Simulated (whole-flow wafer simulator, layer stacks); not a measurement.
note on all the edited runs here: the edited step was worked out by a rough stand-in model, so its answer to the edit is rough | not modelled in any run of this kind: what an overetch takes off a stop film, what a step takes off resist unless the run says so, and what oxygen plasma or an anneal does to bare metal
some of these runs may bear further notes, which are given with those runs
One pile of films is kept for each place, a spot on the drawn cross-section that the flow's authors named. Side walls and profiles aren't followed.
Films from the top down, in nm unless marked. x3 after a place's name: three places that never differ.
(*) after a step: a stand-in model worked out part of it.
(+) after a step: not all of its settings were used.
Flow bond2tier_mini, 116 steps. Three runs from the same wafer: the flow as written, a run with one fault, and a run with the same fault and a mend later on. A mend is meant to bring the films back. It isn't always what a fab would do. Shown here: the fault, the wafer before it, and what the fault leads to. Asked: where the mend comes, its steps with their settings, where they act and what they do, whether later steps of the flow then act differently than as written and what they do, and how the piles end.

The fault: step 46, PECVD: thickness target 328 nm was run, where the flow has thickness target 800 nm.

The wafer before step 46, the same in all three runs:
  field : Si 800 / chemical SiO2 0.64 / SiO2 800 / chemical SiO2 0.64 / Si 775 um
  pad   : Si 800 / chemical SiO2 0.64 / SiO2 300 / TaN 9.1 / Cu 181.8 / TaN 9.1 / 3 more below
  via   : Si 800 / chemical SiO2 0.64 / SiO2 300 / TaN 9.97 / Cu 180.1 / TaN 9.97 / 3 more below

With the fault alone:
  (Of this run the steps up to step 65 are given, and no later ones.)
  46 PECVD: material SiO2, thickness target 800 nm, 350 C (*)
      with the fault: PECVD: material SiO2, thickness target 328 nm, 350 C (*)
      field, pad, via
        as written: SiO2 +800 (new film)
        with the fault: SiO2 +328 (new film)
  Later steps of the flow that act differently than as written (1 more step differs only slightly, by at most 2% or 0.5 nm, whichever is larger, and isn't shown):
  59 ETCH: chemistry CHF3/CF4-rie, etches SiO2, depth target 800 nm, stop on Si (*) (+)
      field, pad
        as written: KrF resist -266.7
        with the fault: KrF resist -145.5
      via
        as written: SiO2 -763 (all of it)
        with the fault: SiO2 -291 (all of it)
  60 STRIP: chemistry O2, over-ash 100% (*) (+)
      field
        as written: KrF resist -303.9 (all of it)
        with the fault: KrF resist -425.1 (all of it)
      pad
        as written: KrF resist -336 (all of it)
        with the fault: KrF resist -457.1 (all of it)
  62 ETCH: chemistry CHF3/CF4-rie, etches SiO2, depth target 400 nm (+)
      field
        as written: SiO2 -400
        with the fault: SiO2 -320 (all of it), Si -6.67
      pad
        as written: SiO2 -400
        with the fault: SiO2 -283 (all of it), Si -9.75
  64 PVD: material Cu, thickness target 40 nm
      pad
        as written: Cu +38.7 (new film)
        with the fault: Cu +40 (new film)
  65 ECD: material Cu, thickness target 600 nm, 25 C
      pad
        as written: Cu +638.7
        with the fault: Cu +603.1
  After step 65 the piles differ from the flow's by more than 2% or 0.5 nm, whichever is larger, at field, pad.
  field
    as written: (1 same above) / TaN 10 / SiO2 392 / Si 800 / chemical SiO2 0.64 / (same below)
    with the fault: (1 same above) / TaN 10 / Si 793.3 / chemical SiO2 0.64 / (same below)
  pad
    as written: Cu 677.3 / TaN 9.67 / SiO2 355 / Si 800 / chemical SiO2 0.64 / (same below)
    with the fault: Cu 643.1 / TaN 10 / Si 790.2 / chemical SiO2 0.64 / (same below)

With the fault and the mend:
  The mend comes after step 51.
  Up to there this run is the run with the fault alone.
  51a STRIP: chemistry O2, over-ash 100% (+)
      field
        KrF resist -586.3 (all of it)
  51b PECVD: material SiO2, thickness target 472 nm, 350 C (*) (the flow's step 46 once more, with other settings)
      field, pad, via
        SiO2 +472
  51c COAT: KrF resist, thickness 600 nm (the flow's step 47 once more)
      field, pad, via
        KrF resist +600 (new film)
  51d SOFTBAKE: KrF resist (the flow's step 48 once more)
      changes no film at any place that is followed
  51e EXPOSE: photomask T2TRIM, NA 0.6 (the flow's step 49 once more)
      changes no film at any place that is followed
  51f PEB: KrF resist (the flow's step 50 once more)
      changes no film at any place that is followed
  51g DEVELOP: developer TMAH-0.26N, 60 s (the flow's step 51 once more)
      pad, via
        KrF resist -600 (all of it)
      field
        KrF resist -13.7
  No later step of the flow acts differently than as written at any place that is followed.
  At the end the piles are the same as the flow's at every place that both follow.
